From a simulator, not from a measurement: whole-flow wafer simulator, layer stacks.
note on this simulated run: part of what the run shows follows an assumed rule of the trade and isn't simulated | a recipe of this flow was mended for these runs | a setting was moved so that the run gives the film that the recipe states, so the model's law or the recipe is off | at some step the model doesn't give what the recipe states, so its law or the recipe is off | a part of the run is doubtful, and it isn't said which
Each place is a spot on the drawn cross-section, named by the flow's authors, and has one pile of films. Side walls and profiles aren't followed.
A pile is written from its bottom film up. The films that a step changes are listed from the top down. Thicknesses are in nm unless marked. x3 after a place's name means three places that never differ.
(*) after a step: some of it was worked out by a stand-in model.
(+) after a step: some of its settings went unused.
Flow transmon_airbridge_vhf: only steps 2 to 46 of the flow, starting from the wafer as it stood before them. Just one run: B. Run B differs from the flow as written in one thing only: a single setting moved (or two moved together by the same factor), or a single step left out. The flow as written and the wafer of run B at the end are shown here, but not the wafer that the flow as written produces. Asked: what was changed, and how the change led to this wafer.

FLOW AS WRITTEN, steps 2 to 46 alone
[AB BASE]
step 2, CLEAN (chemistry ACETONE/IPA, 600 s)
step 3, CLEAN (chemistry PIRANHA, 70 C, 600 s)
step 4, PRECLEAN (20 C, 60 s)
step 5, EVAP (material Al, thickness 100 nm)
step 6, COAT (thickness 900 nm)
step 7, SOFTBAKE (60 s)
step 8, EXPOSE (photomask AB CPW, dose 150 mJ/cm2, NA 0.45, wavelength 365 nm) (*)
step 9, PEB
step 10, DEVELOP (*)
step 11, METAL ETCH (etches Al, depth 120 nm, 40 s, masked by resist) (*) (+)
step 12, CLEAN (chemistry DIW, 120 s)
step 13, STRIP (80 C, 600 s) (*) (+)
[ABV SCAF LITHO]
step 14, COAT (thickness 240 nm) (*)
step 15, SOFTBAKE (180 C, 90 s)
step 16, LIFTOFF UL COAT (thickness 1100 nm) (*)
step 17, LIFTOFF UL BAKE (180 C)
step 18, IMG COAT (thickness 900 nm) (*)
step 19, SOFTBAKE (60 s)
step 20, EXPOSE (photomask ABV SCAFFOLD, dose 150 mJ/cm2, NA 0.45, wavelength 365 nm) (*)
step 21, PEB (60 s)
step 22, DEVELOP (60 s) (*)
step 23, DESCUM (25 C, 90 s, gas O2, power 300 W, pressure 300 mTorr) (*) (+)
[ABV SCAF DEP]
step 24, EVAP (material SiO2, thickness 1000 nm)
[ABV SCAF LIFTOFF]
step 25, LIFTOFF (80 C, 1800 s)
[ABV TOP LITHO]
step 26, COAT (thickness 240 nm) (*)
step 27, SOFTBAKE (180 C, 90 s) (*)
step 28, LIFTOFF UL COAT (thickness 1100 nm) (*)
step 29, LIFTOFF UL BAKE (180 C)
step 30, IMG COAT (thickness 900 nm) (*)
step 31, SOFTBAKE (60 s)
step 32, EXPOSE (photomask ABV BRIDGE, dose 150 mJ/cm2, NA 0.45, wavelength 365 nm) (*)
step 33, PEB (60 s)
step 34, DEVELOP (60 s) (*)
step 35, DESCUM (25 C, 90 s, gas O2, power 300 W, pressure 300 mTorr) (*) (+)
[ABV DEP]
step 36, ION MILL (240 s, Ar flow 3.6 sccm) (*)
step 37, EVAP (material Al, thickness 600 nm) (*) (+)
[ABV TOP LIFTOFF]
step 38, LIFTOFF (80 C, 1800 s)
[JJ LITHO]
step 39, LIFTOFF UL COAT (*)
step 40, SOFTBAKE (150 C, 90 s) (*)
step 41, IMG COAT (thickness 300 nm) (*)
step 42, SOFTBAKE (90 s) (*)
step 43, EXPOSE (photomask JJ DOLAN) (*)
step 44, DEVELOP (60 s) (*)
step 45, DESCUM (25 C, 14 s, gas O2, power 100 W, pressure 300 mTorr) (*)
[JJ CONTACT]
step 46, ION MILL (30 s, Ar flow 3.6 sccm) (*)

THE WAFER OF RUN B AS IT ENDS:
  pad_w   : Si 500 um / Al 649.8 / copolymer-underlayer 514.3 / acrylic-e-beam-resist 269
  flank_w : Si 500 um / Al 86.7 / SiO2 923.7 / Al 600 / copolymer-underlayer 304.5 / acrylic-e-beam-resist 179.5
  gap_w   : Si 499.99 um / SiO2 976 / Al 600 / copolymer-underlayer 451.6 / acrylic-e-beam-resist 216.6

Cause: step 14, COAT: thickness 240 nm (*), was not run.

How this came from the change, step by step:
  step 22, DEVELOP (60 s) (*)
      margin_s, bridge_strip, margin_n: i-line-resist loses 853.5 (all of it), lift-off-underlayer loses 1100 (all of it), Al loses 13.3 (it would be, as written: i-line-resist loses 853.5 (all of it), lift-off-underlayer loses 1100 (all of it))
      flank_w, flank_e: i-line-resist loses 859 (all of it), lift-off-underlayer loses 1067.3 (all of it), Al loses 13.3 (it would be, as written: i-line-resist loses 861.4 (all of it), lift-off-underlayer loses 1084.6 (all of it))
      (as well as at 1 more place)
  step 23, DESCUM (25 C, 90 s, gas O2, power 300 W, pressure 300 mTorr) (*) (+)
      margin_s, bridge_strip, margin_n: nothing (it would be, as written: acrylic-e-beam-resist loses 240 (all of it))
      flank_w, flank_e: nothing (it would be, as written: acrylic-e-beam-resist loses 220.6 (all of it))
      (as well as at 12 more places)
  step 24, EVAP (material SiO2, thickness 1000 nm)
      flank_w, flank_e: SiO2 gains 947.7 (new film) (it would be, as written: SiO2 gains 905.8 (new film))
  step 25, LIFTOFF (80 C, 1800 s)
      field x3, jj_line, trace_open_s x2: SiO2 loses 1000 (all of it), i-line-resist loses 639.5 (all of it), lift-off-underlayer loses 1100 (all of it) (it would be, as written: SiO2 loses 1000 (all of it), i-line-resist loses 701.8 (all of it), lift-off-underlayer loses 1100 (all of it), acrylic-e-beam-resist loses 240 (all of it))
      pad_w, pad_e: SiO2 loses 1000 (all of it), i-line-resist loses 632.7 (all of it), lift-off-underlayer loses 1090.9 (all of it) (it would be, as written: SiO2 loses 1000 (all of it), i-line-resist loses 696.3 (all of it), lift-off-underlayer loses 1089.9 (all of it), acrylic-e-beam-resist loses 239.3 (all of it))
      (as well as at 1 more place)
  step 26, COAT (thickness 240 nm) (*)
      flank_w, flank_e: acrylic-e-beam-resist gains 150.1 (new film) (it would be, as written: acrylic-e-beam-resist gains 155.2 (new film))
  step 35, DESCUM (25 C, 90 s, gas O2, power 300 W, pressure 300 mTorr) (*) (+)
      flank_w, flank_e: acrylic-e-beam-resist loses 150.1 (all of it) (it would be, as written: acrylic-e-beam-resist loses 155.2 (all of it))
  step 41, IMG COAT (thickness 300 nm) (*)
      flank_w, flank_e: acrylic-e-beam-resist gains 211 (new film) (it would be, as written: acrylic-e-beam-resist gains 217.1 (new film))
